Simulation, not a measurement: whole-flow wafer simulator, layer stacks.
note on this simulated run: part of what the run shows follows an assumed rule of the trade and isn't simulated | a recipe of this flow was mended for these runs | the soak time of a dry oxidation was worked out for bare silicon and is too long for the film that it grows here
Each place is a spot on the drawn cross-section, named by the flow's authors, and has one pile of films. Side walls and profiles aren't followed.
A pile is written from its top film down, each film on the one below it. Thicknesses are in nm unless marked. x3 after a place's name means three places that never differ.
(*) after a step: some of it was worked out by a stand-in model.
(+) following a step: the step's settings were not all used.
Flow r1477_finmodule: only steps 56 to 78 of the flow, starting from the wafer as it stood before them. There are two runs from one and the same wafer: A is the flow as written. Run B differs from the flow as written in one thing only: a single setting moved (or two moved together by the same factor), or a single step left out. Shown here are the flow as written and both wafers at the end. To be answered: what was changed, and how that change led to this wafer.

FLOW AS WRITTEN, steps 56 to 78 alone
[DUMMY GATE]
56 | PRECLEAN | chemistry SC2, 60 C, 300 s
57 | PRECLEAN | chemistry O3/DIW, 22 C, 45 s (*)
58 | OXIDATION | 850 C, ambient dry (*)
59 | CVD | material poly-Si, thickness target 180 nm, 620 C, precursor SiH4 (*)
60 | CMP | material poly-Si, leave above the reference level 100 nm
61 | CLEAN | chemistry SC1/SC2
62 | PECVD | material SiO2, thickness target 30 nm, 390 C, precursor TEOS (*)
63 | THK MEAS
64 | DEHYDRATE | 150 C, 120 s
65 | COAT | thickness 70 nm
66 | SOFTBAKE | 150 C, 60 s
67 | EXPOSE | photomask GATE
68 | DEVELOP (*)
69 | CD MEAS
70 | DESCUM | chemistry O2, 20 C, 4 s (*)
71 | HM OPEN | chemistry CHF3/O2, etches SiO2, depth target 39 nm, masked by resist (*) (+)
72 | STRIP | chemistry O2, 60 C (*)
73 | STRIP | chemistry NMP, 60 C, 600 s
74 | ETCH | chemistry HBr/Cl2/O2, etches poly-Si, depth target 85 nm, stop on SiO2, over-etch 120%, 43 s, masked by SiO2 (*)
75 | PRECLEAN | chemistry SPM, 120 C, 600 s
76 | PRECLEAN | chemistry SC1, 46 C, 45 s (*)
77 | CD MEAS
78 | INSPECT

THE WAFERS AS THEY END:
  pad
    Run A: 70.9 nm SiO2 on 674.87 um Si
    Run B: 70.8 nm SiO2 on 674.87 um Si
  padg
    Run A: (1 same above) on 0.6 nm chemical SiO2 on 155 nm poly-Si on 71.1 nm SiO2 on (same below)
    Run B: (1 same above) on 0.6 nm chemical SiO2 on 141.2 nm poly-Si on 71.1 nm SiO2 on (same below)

The reason: step 59, CVD: 608 C was run, though the flow has 620 C.

Step by step, how the change led to this:
  59 | CVD | material poly-Si, thickness target 180 nm, 620 C, precursor SiH4 (*)
      esg x6, s40cg x3, eso x6, s40co x3: A poly-Si gains 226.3 (new film) | B poly-Si gains 187.8 (new film)
      pad, padg, elg x6, e200lg, elo x6, e200lo: A poly-Si gains 180 (new film) | B poly-Si gains 141.4 (new film)
      (also at 2 further places)
  60 | CMP | material poly-Si, leave above the reference level 100 nm
      pad, padg: A poly-Si loses 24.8 | B nothing
      elg x6, esg x6, e200lg, s40cg x3, elo x6, eso x6, e200lo, s40co x3: A poly-Si loses 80 | B poly-Si loses 41.4
      (also at 2 further places)
  74 | ETCH | chemistry HBr/Cl2/O2, etches poly-Si, depth target 85 nm, stop on SiO2, over-etch 120%, 43 s, masked by SiO2 (*)
      pad: A chemical SiO2 loses 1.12 (all of it), poly-Si loses 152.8 (all of it), SiO2 loses 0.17 | B chemical SiO2 loses 1.12 (all of it), poly-Si loses 139 (all of it), SiO2 loses 0.24
